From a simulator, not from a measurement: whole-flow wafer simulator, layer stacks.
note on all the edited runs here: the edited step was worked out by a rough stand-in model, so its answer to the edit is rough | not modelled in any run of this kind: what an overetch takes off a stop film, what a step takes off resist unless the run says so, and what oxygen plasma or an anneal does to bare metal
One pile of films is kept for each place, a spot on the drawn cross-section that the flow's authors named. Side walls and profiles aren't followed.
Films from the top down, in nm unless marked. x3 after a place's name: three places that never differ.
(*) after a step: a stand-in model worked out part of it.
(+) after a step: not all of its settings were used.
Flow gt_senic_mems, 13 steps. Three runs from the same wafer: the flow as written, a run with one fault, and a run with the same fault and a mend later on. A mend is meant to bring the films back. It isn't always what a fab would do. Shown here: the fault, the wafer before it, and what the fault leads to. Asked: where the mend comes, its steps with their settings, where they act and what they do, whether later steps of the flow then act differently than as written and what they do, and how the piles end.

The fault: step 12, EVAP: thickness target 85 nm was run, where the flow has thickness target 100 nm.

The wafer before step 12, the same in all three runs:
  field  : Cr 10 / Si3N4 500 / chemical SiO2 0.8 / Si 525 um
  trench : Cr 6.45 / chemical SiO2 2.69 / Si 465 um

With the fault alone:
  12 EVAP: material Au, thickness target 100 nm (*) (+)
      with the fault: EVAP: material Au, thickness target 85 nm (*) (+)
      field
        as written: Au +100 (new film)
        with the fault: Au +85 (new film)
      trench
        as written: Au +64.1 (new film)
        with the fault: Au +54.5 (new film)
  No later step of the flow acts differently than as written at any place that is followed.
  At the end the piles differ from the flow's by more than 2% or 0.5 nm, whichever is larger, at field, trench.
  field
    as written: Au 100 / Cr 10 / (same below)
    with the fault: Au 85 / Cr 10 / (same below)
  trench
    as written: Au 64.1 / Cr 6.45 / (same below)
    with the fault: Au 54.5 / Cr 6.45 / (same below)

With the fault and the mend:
  The mend comes after step 13.
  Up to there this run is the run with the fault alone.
  13a EVAP: material Au, thickness target 15 nm (*) (+) (the flow's step 12 once more, with other settings)
      field
        Au +15
      trench
        Au +9.68
  No later step of the flow acts differently than as written at any place that is followed.
  At the end the piles differ from the flow's only slightly at the places that both follow, by at most 2% or 0.5 nm, whichever is larger.
